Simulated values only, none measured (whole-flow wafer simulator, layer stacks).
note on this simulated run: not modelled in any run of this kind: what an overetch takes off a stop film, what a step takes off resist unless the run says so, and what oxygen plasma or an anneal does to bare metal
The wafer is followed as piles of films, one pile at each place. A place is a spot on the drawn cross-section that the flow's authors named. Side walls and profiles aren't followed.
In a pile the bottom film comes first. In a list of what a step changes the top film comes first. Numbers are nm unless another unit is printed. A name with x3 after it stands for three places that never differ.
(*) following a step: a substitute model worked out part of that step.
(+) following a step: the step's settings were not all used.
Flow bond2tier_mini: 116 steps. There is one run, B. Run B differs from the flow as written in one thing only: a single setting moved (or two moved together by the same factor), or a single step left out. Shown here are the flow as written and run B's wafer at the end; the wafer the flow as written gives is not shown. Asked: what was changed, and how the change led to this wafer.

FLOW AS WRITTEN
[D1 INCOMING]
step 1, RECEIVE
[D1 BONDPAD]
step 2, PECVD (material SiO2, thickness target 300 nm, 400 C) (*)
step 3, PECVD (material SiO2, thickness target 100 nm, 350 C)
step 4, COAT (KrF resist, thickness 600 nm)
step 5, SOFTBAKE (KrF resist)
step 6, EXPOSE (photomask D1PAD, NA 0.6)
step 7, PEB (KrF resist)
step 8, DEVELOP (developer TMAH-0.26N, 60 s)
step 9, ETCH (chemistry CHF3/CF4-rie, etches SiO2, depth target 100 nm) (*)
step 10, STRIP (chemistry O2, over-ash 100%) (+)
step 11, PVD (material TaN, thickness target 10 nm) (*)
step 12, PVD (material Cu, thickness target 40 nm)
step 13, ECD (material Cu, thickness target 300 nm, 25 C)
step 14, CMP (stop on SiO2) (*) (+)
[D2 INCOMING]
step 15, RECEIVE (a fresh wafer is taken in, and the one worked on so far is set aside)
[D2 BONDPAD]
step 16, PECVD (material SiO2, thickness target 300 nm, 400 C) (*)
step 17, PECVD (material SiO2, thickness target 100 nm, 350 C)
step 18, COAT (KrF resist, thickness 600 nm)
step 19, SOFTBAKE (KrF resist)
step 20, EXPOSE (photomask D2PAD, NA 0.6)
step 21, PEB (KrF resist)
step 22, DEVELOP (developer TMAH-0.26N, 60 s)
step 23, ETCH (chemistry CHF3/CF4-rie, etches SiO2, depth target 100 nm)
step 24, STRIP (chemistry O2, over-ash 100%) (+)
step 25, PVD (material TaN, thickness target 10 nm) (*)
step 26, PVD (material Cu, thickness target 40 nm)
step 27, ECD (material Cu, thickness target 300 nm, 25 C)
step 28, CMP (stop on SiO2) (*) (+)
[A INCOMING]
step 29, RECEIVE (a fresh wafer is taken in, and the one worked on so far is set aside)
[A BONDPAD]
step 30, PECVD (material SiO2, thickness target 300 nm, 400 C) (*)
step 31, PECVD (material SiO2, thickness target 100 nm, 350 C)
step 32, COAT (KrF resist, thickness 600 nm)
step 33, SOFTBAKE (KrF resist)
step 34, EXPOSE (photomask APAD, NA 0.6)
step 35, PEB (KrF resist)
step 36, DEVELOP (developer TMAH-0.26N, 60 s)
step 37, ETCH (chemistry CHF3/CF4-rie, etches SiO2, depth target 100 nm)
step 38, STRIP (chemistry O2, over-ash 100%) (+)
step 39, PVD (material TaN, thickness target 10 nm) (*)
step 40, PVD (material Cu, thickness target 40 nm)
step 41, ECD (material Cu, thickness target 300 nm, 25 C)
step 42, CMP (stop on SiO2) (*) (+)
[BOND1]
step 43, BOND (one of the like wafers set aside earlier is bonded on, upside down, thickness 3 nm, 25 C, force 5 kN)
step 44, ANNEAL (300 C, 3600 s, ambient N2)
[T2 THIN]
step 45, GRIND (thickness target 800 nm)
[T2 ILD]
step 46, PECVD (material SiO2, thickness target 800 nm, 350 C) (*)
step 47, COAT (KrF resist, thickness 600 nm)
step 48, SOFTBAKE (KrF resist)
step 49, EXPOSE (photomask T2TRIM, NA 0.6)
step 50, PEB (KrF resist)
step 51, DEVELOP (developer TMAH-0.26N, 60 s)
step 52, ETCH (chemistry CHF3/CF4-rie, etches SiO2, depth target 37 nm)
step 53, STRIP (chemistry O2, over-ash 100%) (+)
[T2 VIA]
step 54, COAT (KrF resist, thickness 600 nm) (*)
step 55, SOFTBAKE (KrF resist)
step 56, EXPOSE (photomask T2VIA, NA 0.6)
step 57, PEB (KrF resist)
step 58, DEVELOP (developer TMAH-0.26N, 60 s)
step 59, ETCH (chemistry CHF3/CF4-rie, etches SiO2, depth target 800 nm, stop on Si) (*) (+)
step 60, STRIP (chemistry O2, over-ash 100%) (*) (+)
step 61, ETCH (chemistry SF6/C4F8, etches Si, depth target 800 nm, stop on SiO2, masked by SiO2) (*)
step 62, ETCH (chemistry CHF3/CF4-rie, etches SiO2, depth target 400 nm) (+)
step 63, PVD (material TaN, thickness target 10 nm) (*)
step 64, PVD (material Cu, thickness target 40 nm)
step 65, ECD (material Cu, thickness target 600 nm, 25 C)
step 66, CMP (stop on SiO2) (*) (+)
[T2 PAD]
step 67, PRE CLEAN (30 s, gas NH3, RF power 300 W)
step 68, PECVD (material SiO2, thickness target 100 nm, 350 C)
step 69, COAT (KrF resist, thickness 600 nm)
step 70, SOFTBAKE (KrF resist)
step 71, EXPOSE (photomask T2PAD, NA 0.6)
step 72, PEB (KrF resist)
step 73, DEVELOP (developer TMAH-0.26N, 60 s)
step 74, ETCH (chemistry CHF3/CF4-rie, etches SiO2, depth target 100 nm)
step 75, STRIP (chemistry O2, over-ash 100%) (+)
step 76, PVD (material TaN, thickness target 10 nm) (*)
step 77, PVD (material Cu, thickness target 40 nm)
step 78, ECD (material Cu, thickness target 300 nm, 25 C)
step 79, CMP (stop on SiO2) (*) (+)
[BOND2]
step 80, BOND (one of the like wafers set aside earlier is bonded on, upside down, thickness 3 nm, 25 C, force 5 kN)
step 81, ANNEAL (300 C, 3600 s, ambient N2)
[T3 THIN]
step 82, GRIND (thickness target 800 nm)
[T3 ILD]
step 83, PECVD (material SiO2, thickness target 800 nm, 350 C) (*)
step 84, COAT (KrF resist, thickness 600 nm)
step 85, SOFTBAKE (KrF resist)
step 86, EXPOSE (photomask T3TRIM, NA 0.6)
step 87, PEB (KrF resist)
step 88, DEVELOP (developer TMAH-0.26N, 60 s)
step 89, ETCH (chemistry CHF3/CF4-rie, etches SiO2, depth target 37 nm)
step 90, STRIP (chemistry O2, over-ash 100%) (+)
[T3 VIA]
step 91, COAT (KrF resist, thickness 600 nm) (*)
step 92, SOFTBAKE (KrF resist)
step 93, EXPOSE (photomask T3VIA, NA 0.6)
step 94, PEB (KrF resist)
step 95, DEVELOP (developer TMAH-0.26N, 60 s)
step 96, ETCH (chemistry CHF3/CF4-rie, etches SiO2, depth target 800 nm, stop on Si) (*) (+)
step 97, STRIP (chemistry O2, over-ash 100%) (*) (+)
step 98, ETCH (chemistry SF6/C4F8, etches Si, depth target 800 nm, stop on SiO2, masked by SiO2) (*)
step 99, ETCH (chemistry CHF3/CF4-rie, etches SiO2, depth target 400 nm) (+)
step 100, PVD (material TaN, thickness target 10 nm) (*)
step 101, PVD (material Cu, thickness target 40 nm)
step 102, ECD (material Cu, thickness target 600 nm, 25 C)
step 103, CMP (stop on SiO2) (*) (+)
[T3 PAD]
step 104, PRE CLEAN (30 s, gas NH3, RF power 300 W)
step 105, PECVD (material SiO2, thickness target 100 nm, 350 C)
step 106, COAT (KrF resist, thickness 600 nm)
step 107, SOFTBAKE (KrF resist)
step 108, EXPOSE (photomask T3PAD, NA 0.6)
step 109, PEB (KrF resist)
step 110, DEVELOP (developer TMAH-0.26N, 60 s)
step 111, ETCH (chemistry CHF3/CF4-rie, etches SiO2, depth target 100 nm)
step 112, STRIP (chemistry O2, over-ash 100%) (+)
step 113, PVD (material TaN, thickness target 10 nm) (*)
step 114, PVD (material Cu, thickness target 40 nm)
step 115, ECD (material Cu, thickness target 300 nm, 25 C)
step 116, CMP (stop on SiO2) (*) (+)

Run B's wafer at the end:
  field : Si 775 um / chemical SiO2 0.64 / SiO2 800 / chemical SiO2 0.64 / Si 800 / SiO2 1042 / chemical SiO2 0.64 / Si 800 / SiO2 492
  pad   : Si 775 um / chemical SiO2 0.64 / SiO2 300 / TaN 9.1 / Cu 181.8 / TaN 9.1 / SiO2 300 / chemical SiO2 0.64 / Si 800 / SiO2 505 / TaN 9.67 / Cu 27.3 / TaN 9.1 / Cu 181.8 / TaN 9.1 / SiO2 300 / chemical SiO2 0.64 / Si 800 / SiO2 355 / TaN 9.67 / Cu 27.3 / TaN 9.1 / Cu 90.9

The reason: step 62, ETCH: depth target 250 nm was run, while the flow as written has depth target 400 nm.

Step by step, how the change led to this:
  step 62, ETCH (chemistry CHF3/CF4-rie, etches SiO2, depth target 400 nm) (+)
      field, pad: SiO2 loses 250 (it would be, as written: SiO2 loses 400)
